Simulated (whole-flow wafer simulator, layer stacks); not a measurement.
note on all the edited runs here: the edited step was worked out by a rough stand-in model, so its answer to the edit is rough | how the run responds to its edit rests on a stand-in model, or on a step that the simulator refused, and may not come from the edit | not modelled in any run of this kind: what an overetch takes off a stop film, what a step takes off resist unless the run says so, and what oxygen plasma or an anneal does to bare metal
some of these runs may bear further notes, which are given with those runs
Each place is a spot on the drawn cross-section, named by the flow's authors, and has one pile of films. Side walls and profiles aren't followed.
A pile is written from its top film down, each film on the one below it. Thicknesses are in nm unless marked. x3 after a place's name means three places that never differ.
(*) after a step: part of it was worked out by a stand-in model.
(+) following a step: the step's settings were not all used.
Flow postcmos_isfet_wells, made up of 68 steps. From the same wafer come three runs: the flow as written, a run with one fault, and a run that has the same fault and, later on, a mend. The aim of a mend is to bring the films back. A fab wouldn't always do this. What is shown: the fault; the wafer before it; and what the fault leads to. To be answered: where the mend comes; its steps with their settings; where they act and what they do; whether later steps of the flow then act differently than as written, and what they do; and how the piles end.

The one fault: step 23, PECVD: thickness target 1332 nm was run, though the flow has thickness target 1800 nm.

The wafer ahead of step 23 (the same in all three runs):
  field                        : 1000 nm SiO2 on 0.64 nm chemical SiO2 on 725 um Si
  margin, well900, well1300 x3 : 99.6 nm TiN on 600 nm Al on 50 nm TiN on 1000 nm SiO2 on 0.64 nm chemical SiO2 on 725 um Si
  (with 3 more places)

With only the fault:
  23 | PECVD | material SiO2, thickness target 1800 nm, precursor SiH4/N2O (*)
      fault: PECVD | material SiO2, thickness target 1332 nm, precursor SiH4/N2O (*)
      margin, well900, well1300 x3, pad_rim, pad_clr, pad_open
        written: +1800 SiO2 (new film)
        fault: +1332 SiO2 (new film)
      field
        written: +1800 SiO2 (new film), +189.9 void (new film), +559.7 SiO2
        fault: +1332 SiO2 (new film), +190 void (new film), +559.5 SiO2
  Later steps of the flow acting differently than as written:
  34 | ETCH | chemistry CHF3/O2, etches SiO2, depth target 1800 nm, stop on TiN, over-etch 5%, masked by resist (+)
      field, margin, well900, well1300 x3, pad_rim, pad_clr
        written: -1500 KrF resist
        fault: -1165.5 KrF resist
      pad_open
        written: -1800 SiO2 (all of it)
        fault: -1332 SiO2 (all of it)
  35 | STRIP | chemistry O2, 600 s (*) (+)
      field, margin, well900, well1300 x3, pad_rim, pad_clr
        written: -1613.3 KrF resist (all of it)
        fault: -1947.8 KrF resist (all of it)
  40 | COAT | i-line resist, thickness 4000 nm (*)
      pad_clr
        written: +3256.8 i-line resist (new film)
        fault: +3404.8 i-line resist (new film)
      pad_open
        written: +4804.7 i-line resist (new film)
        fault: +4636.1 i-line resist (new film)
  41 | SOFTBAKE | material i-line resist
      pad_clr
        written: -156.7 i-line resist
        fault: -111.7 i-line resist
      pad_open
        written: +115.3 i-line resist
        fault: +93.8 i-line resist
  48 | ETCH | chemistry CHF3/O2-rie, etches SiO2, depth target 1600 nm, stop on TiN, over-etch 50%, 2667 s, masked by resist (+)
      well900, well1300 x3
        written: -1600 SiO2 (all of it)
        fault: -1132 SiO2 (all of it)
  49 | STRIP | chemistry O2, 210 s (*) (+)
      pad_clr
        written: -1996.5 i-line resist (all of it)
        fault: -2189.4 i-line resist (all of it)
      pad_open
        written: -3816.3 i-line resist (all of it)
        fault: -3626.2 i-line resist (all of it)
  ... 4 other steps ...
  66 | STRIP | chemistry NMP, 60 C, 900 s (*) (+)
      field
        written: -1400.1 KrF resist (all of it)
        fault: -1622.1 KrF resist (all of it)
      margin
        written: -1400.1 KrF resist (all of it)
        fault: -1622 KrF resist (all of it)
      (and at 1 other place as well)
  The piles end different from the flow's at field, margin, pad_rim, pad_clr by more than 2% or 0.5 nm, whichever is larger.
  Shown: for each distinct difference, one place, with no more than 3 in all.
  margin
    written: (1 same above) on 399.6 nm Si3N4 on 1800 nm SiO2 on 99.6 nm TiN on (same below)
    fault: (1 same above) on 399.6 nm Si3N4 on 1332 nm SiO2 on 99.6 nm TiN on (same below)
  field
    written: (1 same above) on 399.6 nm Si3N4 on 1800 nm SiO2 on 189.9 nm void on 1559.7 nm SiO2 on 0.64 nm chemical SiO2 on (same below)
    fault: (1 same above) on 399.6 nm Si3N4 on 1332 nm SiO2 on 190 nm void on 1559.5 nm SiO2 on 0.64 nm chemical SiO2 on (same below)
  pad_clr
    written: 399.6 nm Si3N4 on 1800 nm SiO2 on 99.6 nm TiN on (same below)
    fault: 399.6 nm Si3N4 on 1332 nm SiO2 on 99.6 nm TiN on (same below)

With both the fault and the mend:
  The mend stands after step 23.
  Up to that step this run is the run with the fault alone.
  23a | PECVD | material SiO2, thickness target 468 nm, precursor SiH4/N2O (*) (a further turn of the flow's step 23, with different settings)
      field, margin, well900, well1300 x3, pad_rim, pad_clr, pad_open
        +468 SiO2
  Every later step of the flow that is run acts as written at every place that is followed.
  At the end the piles are close to the flow's at the places that both follow, differing by at most 2% or 0.5 nm, whichever is larger.
